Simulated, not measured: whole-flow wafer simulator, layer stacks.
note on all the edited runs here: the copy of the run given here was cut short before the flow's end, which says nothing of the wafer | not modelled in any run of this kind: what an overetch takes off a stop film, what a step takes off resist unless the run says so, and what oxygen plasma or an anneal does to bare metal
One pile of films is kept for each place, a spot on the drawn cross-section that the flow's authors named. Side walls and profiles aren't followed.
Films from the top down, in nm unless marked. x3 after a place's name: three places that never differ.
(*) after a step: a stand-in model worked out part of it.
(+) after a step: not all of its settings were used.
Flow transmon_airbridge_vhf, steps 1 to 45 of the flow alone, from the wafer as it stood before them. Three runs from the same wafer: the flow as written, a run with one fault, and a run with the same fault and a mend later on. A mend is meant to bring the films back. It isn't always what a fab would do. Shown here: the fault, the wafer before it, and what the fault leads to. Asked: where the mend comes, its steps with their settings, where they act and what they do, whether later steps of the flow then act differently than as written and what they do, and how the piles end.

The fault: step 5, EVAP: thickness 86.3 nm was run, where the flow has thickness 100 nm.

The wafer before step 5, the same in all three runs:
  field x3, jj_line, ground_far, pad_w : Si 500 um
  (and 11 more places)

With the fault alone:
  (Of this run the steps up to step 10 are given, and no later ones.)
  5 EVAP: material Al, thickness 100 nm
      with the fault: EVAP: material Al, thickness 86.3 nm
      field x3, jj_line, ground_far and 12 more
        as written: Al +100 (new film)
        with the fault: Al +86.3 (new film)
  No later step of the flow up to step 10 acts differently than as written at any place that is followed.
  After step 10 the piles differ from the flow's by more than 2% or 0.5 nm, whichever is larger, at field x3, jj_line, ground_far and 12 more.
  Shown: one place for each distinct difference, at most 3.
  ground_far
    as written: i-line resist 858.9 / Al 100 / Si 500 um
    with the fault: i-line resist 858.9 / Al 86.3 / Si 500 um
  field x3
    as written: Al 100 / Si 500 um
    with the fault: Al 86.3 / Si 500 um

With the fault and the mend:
  The mend comes after step 10.
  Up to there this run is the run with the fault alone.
  10a STRIP: i-line resist, 80 C, 600 s (+)
      ground_far, pad_w, flank_w and 8 more
        i-line resist -858.9 (all of it)
  10b EVAP: material Al, thickness 13.7 nm (the flow's step 5 once more, with other settings)
      field x3, jj_line, ground_far and 12 more
        Al +13.7
  10c COAT: i-line resist, thickness 900 nm (the flow's step 6 once more)
      field x3, jj_line, ground_far and 12 more
        i-line resist +900 (new film)
  10d SOFTBAKE: i-line resist, 90 C, 90 s (the flow's step 7 once more)
      changes no film at any place that is followed
  10e EXPOSE: i-line resist, thickness 900 nm, photomask AB CPW, dose 155.4 mJ/cm2, NA 0.45, wavelength 365 nm (*) (the flow's step 8 once more)
      changes no film at any place that is followed
  10f PEB: i-line resist, 110 C, 60 s (the flow's step 9 once more)
      field x3, jj_line, ground_far and 12 more
        i-line resist -41
  10g DEVELOP: i-line resist, thickness 900 nm, developer developer-B, 60 s (the flow's step 10 once more)
      ground_far, pad_w, flank_w and 8 more
        i-line resist -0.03
      field x3, jj_line, gap_w, gap_e
        i-line resist -859 (all of it)
  No later step of the flow acts differently than as written at any place that is followed.
  At the end the piles are the same as the flow's at every place that both follow.
